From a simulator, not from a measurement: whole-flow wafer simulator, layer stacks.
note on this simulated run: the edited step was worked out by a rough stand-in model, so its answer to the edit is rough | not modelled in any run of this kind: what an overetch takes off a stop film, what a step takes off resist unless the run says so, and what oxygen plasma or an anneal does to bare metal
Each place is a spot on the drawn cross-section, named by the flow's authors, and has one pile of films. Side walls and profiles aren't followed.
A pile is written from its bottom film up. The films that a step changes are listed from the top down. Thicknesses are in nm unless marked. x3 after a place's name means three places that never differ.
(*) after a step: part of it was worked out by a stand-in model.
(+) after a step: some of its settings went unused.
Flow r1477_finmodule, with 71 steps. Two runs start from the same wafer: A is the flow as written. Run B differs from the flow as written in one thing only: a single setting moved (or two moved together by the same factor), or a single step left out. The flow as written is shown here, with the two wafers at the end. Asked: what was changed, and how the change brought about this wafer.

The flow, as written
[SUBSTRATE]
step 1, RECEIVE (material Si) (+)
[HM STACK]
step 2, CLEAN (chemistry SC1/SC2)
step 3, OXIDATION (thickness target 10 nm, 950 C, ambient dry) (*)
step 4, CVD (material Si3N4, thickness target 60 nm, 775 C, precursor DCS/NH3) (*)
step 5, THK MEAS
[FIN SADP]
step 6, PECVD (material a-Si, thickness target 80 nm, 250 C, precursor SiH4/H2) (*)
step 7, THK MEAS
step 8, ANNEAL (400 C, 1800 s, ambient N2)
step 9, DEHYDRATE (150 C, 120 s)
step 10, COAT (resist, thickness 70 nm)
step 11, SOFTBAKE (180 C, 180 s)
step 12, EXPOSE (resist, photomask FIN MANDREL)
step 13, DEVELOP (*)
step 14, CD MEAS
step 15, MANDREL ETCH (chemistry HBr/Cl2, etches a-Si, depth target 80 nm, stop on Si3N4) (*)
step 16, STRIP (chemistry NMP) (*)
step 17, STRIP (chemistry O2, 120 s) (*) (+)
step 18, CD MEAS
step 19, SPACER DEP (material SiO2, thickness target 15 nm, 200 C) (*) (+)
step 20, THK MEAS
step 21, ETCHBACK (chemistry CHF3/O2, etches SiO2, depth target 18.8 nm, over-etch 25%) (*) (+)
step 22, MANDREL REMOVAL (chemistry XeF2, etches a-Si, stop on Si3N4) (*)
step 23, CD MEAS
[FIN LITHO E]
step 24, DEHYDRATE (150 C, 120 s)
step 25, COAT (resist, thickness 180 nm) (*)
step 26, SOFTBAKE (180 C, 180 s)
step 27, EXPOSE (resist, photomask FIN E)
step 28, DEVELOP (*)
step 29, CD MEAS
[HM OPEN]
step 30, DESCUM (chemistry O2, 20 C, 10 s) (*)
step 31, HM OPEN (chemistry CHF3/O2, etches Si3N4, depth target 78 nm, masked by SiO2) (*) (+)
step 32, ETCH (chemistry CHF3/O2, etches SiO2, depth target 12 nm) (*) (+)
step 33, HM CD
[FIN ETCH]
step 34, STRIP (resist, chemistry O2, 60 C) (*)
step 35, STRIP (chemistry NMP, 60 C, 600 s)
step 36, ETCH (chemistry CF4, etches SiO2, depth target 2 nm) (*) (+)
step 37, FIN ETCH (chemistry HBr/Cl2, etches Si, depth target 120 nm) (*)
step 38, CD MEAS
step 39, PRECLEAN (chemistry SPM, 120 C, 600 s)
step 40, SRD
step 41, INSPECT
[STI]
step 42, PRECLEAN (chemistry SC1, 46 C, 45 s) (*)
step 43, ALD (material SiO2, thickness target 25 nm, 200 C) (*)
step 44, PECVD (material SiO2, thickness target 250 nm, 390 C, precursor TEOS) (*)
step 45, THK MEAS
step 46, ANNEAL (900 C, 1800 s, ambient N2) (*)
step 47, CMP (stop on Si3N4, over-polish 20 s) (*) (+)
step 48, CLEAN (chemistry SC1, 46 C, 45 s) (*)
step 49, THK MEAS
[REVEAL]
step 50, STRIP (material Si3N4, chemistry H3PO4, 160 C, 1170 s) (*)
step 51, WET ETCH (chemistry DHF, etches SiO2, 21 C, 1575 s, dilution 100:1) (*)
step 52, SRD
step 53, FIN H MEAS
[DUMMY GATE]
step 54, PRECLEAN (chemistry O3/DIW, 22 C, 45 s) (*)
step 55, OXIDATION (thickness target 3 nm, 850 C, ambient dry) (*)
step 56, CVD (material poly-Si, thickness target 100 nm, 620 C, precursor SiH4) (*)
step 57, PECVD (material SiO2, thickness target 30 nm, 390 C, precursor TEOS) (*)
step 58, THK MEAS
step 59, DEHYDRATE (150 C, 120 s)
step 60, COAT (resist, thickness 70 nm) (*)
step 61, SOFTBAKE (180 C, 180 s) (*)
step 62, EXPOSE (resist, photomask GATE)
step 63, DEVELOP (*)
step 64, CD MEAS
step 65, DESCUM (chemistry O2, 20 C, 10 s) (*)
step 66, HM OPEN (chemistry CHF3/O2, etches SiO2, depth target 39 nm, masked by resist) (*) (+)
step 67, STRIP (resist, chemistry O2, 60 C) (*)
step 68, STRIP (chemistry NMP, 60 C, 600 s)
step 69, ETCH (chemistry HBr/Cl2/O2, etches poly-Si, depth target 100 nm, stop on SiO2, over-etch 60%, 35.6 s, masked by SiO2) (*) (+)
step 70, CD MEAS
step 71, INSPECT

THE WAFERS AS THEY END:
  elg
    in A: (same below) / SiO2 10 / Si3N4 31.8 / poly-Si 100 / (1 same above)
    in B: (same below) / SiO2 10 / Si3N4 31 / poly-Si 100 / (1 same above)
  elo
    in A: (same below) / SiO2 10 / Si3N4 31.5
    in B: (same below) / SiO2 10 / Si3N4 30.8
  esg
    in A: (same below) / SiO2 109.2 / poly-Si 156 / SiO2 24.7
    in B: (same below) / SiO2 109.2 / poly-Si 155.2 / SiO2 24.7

What caused this: step 21, ETCHBACK: depth target 19.7 nm was run, while the flow as written has depth target 18.8 nm.

How this came from the change, step by step:
  step 21, ETCHBACK (chemistry CHF3/O2, etches SiO2, depth target 18.8 nm, over-etch 25%) (*) (+)
      pad, padg, elg and 21 more: A -15 SiO2 (all of it), -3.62 Si3N4 | B -15 SiO2 (all of it), -4.48 Si3N4
  step 51, WET ETCH (chemistry DHF, etches SiO2, 21 C, 1575 s, dilution 100:1) (*)
      elg, e40lg, e100lg, e200lg, elo, e40lo, e100lo, e200lo: A -17.8 SiO2 (all of it), -4.97 Si3N4 | B -18.7 SiO2 (all of it), -4.9 Si3N4
